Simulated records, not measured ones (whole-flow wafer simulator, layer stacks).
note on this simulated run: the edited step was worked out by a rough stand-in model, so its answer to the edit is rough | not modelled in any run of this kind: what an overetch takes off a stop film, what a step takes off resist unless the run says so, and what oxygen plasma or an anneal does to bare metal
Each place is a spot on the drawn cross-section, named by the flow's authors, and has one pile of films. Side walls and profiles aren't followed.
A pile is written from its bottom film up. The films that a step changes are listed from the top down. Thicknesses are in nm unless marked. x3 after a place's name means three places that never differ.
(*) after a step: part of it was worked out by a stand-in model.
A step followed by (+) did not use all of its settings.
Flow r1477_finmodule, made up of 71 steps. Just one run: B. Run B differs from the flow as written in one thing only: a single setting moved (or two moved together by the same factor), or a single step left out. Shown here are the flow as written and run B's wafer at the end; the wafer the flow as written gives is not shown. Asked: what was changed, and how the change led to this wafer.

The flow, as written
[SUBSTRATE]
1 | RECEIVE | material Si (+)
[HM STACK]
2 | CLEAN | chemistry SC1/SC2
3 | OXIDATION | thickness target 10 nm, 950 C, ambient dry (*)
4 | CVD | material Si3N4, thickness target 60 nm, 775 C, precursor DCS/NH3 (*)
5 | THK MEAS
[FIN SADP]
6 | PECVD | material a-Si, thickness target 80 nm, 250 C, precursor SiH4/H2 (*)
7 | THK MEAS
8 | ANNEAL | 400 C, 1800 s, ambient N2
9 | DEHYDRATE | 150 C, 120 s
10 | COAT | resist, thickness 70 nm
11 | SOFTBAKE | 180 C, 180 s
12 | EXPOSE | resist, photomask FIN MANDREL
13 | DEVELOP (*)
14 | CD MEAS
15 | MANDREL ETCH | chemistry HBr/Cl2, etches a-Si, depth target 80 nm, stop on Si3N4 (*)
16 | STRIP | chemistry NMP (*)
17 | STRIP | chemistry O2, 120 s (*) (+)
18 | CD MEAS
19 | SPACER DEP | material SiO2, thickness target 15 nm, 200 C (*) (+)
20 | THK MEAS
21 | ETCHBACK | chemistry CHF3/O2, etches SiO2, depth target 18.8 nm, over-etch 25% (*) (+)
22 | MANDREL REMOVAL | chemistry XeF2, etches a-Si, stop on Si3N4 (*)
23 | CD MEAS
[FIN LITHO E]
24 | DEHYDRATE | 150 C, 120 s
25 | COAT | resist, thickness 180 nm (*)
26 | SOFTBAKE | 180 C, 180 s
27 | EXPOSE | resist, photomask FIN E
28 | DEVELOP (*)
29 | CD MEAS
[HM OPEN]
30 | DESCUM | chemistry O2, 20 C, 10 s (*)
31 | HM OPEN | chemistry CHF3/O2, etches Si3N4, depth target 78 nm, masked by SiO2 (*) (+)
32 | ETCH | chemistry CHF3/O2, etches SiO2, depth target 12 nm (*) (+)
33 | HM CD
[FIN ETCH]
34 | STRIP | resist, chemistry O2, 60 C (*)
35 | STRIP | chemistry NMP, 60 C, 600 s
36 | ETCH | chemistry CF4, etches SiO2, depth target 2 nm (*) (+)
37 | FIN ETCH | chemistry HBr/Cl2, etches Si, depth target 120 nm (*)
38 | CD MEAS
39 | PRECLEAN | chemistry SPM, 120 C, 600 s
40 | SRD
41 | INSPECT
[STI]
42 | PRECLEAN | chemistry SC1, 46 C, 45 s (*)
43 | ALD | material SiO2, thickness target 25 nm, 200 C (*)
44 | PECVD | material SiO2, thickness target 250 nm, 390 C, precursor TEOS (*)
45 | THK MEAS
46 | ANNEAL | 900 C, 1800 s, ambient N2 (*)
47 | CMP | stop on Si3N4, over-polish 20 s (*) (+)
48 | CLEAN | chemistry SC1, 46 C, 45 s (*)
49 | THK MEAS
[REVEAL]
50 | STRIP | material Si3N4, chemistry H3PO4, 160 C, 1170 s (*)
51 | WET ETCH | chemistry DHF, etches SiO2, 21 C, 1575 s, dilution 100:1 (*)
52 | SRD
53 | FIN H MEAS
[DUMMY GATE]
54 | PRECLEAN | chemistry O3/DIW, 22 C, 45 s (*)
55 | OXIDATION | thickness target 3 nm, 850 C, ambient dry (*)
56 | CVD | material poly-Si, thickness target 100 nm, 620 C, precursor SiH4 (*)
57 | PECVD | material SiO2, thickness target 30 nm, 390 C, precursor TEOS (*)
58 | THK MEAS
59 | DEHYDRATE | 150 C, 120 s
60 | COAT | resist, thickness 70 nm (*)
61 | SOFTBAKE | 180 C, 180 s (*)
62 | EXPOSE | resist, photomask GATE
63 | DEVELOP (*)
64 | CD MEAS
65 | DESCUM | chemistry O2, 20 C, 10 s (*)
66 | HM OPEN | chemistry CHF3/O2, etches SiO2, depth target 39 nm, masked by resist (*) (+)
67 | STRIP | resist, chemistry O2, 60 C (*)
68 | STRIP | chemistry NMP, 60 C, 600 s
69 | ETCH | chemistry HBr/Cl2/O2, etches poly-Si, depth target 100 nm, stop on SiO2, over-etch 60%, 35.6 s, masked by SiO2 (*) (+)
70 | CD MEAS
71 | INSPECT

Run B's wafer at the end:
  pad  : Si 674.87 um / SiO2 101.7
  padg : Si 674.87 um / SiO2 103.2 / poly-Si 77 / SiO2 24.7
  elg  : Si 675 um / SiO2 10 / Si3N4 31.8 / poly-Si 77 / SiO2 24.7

The reason: step 56, CVD: thickness target 77 nm was run, whereas the flow has thickness target 100 nm.
The wafer lets one read it off: padg has poly-Si 77, and step 56 as written asks for 100 nm.

The path from the change to this, step by step:
  56 | CVD | material poly-Si, thickness target 100 nm, 620 C, precursor SiH4 (*)
      pad, padg, elg and 26 more: poly-Si gains 77 (new film) (as written it would have been: poly-Si gains 100 (new film))
      s40cg, s40co: poly-Si gains 90.3 (new film) (as written it would have been: poly-Si gains 113.9 (new film))
      (also at 5 further places)
  67 | STRIP | resist, chemistry O2, 60 C (*)
      s45cg: resist loses 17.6 (all of it) (as written it would have been: resist loses 16.9 (all of it))
      s50cg: resist loses 18.2 (all of it) (as written it would have been: resist loses 17.4 (all of it))
  69 | ETCH | chemistry HBr/Cl2/O2, etches poly-Si, depth target 100 nm, stop on SiO2, over-etch 60%, 35.6 s, masked by SiO2 (*) (+)
      pad, eso, e40so and 8 more: chemical SiO2 loses 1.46 (all of it), poly-Si loses 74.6 (all of it), SiO2 loses 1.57 (as written it would have been: chemical SiO2 loses 1.46 (all of it), poly-Si loses 97.6 (all of it), SiO2 loses 0.42)
      elo, e40lo, e100lo, e200lo: chemical SiO2 loses 1.46 (all of it), poly-Si loses 74.6 (all of it), Si3N4 loses 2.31 (as written it would have been: chemical SiO2 loses 1.46 (all of it), poly-Si loses 97.6 (all of it), Si3N4 loses 0.22)
      (also at 3 further places)
